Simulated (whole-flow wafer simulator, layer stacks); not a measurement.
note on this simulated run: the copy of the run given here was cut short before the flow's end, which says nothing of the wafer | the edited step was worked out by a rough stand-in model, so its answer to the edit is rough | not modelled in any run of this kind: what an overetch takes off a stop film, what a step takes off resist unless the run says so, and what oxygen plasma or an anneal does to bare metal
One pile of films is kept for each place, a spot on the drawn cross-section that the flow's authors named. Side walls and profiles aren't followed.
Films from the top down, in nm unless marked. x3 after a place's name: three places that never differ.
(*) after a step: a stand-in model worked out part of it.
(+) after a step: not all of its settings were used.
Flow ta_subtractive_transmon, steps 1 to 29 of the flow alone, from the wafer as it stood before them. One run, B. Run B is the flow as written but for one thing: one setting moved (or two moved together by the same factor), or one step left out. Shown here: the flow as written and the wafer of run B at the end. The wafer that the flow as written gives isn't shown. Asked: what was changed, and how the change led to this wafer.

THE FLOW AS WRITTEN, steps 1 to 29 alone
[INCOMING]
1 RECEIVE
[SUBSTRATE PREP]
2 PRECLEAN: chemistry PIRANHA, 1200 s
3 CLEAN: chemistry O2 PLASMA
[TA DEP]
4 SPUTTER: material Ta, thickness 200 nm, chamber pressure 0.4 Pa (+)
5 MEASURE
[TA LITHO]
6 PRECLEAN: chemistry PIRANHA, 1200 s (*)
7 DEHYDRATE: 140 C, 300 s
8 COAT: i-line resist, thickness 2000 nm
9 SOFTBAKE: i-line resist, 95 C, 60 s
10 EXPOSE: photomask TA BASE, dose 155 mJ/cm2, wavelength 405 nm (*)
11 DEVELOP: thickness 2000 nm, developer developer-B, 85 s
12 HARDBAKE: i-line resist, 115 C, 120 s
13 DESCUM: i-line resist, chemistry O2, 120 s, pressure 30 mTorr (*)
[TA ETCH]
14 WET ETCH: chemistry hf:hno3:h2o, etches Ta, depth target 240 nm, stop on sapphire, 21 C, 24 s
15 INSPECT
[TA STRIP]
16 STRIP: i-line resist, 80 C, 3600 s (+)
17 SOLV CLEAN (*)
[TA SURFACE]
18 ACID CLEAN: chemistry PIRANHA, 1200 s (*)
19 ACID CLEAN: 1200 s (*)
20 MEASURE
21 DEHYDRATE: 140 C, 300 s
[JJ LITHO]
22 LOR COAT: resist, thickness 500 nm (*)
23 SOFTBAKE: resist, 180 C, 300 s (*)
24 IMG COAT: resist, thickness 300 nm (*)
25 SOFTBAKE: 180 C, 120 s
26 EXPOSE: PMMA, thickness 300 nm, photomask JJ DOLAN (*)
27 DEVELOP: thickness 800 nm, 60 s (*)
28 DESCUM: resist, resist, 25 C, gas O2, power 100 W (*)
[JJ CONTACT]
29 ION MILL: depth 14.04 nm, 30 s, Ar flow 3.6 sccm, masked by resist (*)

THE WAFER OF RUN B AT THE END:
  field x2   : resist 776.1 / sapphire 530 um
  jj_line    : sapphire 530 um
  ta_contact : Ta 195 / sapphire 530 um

The cause: step 29, ION MILL: 15 s was run, where the flow has 30 s.

How the change led to this, step by step:
  29 ION MILL: depth 14.04 nm, 30 s, Ar flow 3.6 sccm, masked by resist (*)
      field x2, ta_pad: resist -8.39 (as written it would be: resist -16.8)
      jj_line, lead: sapphire -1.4 (as written it would be: sapphire -2.8)
      (and at 1 more place)
